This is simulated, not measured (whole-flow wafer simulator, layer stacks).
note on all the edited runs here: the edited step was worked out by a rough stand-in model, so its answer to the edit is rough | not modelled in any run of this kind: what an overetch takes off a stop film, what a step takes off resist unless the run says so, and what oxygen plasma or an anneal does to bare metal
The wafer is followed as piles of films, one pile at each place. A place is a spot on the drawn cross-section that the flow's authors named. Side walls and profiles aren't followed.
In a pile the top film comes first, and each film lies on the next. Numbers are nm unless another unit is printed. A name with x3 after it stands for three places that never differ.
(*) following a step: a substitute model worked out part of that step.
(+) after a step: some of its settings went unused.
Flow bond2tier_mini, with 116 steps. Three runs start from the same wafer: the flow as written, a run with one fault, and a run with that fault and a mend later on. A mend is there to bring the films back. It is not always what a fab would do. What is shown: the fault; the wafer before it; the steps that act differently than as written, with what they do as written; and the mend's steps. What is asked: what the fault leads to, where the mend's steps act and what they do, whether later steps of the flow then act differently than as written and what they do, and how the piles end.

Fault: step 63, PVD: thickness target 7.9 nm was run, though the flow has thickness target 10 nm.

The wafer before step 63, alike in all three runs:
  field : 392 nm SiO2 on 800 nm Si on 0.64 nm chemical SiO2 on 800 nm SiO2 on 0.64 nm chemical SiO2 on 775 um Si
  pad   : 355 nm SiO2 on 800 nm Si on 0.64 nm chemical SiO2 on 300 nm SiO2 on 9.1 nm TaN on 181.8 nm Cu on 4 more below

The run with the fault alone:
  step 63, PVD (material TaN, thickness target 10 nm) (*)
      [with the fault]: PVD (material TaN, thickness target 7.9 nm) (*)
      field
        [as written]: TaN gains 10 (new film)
        [with the fault]: TaN gains 7.9 (new film)
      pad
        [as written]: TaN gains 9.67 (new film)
        [with the fault]: TaN gains 7.64 (new film)
  Later steps of the flow acting differently than as written (1 more step, not shown, differs only slightly: by at most 2% or 0.5 nm, whichever is larger):
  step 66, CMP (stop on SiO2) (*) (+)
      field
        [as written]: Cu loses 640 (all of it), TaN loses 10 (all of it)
        [with the fault]: Cu loses 640 (all of it), TaN loses 7.9 (all of it)
  By the end, the piles at pad depart from the flow's by more than 2% or 0.5 nm, whichever is larger.
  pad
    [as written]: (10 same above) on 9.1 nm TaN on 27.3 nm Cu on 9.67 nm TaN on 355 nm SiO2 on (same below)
    [with the fault]: (10 same above) on 9.1 nm TaN on 29.4 nm Cu on 7.64 nm TaN on 355 nm SiO2 on (same below)

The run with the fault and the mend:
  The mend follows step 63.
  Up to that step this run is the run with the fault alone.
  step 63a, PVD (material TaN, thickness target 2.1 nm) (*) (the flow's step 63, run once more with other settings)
      field
        TaN gains 2.1
      pad
        TaN gains 2.03
  None of the later steps of the flow acts differently than as written at any place that is followed.
  At every place that both follow, the piles at the end match the flow's.
